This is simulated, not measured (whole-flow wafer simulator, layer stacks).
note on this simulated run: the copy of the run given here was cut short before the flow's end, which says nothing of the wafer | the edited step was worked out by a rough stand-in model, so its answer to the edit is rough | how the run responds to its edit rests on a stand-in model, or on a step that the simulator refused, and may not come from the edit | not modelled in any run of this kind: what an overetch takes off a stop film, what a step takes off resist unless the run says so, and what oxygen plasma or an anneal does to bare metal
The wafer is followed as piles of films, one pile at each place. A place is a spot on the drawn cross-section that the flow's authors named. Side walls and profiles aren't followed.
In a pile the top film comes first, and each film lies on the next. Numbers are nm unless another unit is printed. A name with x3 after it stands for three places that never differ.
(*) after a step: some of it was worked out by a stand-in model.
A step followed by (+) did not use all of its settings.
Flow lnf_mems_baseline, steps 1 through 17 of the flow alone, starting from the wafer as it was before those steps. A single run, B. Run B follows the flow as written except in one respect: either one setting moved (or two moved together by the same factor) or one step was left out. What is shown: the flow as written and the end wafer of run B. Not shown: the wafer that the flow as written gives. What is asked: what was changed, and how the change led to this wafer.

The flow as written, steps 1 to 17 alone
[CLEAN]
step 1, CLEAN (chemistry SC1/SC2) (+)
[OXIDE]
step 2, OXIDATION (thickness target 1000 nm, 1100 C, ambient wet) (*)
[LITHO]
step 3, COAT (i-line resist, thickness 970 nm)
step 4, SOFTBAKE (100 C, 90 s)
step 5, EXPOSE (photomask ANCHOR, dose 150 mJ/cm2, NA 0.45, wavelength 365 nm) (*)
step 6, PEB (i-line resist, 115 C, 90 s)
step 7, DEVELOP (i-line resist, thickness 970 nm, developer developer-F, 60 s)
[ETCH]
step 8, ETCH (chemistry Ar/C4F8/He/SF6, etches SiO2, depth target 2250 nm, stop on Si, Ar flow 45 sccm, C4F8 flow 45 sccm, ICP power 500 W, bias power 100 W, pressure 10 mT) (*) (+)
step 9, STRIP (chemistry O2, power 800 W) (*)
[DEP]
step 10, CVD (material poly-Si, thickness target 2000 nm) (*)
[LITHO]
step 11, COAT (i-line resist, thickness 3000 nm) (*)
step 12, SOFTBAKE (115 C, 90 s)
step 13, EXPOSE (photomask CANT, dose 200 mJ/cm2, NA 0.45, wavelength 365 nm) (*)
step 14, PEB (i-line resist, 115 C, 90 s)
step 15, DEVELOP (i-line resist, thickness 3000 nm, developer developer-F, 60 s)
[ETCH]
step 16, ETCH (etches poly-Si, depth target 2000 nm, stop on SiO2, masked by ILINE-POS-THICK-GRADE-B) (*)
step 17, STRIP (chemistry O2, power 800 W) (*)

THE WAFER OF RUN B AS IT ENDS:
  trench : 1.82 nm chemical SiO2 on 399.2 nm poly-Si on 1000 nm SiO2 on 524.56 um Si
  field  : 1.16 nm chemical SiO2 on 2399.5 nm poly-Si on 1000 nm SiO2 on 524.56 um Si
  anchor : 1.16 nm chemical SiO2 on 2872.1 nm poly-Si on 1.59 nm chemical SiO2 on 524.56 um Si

The reason: step 10, CVD: thickness target 2400 nm was run, though the flow has thickness target 2000 nm.

How this came from the change, step by step:
  step 10, CVD (material poly-Si, thickness target 2000 nm) (*)
      field, beam, trench, char_slit: +2400 poly-Si (new film) (in the flow as written it would be: +2000 poly-Si (new film))
      anchor: +2872.6 poly-Si (new film) (in the flow as written it would be: +2322 poly-Si (new film))
  step 11, COAT (i-line resist, thickness 3000 nm) (*)
      anchor: +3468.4 i-line resist (new film) (in the flow as written it would be: +3611.6 i-line resist (new film))
  step 12, SOFTBAKE (115 C, 90 s)
      field: -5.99 i-line resist (in the flow as written it would be: -6.66 i-line resist)
      anchor: +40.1 i-line resist (in the flow as written it would be: +45.4 i-line resist)
      (also at 2 further places)
  step 14, PEB (i-line resist, 115 C, 90 s)
      anchor: -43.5 i-line resist (in the flow as written it would be: -46.1 i-line resist)
  step 16, ETCH (etches poly-Si, depth target 2000 nm, stop on SiO2, masked by ILINE-POS-THICK-GRADE-B) (*)
      trench, char_slit: -2000 poly-Si (in the flow as written it would be: -2000 poly-Si (all of it))
  step 17, STRIP (chemistry O2, power 800 W) (*)
      trench, char_slit: +1.82 chemical SiO2 (new film), -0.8 poly-Si (in the flow as written it would be: nothing)
      anchor: +1.16 chemical SiO2 (new film), -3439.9 i-line resist (all of it), -0.51 poly-Si (in the flow as written it would be: +1.17 chemical SiO2 (new film), -3585.8 i-line resist (all of it), -0.52 poly-Si)
